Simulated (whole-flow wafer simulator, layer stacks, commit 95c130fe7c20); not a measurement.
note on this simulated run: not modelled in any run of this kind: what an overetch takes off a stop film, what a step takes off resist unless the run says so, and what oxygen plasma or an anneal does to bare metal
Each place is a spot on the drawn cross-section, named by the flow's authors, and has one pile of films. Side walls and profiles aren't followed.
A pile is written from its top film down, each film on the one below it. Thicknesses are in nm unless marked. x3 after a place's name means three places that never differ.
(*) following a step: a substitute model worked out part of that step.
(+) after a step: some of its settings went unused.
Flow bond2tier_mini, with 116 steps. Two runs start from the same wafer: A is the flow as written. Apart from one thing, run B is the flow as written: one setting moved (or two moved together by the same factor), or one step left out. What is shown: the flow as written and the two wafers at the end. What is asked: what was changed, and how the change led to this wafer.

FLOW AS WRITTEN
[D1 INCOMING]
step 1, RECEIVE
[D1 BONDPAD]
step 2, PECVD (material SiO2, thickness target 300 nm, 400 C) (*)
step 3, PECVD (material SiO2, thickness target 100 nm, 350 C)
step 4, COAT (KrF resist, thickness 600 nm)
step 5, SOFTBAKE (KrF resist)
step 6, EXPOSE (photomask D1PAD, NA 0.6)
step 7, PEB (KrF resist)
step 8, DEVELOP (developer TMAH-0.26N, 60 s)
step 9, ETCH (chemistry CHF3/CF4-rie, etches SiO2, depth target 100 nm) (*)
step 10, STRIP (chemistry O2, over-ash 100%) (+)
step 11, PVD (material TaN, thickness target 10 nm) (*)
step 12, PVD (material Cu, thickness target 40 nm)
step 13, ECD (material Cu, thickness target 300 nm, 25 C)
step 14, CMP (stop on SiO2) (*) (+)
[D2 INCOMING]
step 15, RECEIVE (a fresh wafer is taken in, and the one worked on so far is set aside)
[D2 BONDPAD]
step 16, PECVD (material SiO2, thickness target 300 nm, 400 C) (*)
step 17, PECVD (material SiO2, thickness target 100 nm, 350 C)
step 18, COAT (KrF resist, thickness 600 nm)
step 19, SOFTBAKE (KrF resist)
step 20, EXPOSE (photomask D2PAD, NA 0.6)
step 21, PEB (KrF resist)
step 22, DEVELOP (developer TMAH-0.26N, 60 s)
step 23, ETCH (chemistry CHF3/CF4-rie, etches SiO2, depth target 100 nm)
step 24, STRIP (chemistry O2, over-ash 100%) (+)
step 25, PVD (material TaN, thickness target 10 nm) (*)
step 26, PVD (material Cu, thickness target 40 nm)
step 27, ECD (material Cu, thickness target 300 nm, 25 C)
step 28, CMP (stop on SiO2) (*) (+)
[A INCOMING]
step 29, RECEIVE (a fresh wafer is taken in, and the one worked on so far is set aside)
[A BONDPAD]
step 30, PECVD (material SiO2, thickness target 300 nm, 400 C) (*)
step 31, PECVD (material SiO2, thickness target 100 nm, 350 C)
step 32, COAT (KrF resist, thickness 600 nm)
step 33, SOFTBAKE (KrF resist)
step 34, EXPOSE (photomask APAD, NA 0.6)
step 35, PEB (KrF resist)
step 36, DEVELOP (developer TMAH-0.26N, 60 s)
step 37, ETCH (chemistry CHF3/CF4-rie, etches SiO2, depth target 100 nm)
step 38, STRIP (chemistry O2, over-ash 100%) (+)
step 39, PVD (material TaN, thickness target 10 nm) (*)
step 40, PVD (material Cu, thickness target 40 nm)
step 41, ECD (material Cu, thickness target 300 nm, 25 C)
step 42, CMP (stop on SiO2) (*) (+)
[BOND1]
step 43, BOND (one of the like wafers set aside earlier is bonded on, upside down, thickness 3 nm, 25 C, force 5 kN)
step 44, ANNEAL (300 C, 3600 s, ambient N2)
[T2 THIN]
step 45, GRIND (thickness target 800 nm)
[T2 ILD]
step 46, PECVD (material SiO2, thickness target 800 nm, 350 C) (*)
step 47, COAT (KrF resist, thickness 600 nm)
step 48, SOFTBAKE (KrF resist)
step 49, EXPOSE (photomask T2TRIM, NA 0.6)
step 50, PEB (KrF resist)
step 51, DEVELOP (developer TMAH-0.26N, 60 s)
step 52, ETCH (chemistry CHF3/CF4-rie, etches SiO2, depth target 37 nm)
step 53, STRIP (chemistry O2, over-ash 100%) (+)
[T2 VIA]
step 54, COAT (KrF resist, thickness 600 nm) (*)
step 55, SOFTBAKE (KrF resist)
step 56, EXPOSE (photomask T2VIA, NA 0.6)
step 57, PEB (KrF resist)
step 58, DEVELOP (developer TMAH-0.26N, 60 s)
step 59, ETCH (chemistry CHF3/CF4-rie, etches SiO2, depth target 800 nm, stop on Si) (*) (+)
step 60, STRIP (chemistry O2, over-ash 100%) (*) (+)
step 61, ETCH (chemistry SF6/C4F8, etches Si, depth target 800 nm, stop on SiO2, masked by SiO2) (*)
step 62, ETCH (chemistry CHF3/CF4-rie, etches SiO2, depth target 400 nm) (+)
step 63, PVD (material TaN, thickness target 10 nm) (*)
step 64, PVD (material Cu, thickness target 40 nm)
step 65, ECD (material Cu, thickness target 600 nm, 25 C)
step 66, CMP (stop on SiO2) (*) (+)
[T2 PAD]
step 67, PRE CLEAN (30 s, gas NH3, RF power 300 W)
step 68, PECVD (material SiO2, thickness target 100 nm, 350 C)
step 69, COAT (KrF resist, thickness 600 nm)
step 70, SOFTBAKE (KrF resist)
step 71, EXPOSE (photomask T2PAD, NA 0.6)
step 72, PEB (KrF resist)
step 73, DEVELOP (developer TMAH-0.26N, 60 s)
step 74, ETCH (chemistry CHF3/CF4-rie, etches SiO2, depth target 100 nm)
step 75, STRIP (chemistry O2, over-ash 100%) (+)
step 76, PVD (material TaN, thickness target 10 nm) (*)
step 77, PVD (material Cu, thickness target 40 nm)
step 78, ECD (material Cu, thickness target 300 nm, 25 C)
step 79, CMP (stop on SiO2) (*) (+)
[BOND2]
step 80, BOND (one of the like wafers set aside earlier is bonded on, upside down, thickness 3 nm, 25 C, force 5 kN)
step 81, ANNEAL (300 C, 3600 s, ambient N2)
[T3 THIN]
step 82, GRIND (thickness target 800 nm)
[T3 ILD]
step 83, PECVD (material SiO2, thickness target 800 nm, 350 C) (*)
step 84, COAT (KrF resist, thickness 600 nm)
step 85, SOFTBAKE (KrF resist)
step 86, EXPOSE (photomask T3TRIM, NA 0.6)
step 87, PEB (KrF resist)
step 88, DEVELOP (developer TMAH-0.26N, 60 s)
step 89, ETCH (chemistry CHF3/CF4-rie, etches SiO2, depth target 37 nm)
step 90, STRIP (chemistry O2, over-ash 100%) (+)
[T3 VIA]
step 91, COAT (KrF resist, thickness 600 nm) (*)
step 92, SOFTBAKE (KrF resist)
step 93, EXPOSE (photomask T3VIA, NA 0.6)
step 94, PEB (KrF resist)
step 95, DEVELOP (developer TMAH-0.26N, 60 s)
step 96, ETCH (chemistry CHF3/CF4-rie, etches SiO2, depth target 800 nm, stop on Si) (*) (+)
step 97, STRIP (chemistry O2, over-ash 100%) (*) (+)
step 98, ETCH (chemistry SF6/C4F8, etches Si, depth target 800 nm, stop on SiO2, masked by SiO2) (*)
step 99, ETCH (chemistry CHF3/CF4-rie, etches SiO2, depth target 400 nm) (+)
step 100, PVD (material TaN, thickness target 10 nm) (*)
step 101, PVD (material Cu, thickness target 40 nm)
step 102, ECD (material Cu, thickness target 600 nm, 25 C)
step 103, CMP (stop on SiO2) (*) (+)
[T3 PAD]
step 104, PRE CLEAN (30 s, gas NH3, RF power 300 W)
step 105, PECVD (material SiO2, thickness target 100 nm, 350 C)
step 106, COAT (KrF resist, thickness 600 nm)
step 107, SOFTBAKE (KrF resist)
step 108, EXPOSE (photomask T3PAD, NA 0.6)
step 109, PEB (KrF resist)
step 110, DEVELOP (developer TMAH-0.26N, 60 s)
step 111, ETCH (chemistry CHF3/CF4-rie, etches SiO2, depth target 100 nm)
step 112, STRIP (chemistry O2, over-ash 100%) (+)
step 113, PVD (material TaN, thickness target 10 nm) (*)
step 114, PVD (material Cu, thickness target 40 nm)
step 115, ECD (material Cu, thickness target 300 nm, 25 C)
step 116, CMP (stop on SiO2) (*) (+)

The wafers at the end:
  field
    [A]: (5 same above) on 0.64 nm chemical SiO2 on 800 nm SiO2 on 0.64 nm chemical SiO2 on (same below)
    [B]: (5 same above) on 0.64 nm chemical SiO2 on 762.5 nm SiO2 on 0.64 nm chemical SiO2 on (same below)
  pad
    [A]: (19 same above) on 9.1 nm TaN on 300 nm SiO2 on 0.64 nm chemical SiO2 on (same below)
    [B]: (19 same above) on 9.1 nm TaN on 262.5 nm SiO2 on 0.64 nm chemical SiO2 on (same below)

What caused this: step 31, PECVD: thickness target 62.5 nm was run, whereas the flow has thickness target 100 nm.

Step by step, how the change led to this:
  step 31, PECVD (material SiO2, thickness target 100 nm, 350 C)
      field, pad, via: A +100 SiO2 | B +62.5 SiO2
